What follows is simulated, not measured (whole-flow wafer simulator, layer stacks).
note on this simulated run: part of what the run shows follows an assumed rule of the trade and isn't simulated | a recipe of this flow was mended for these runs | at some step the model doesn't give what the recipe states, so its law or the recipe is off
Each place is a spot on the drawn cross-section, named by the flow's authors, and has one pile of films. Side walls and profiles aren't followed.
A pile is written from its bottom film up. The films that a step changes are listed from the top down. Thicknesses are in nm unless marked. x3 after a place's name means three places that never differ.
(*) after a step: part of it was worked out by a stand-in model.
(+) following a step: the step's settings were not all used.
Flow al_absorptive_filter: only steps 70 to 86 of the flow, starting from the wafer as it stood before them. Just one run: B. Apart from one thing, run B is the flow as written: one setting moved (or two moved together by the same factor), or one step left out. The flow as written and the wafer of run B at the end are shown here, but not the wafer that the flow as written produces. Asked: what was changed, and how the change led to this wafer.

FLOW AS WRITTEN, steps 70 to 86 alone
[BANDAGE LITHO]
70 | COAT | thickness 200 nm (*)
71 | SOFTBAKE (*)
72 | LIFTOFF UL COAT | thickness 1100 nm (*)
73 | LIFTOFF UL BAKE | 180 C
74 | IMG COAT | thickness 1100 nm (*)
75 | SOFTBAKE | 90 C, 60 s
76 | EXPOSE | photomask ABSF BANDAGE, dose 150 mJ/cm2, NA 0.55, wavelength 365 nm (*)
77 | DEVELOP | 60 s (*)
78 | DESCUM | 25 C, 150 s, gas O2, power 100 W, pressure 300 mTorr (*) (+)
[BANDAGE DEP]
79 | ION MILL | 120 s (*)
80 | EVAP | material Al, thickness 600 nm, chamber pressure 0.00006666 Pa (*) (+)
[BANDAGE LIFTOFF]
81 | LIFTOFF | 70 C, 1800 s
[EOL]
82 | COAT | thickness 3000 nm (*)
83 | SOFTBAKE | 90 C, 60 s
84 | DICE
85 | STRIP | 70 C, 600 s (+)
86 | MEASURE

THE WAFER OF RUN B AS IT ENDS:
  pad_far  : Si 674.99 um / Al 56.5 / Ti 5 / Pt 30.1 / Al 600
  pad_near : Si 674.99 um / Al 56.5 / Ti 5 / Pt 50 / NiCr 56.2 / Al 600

Cause: step 79, ION MILL: 163 s was run, though the flow has 120 s.

How this came from the change, step by step:
  79 | ION MILL | 120 s (*)
      gnd, ledge, res and 9 more: -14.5 i-line-resist (in the flow as written it would be: -10.7 i-line-resist)
      pad_far: -19.9 Pt (in the flow as written it would be: -14.7 Pt)
      (and at 1 other place as well)
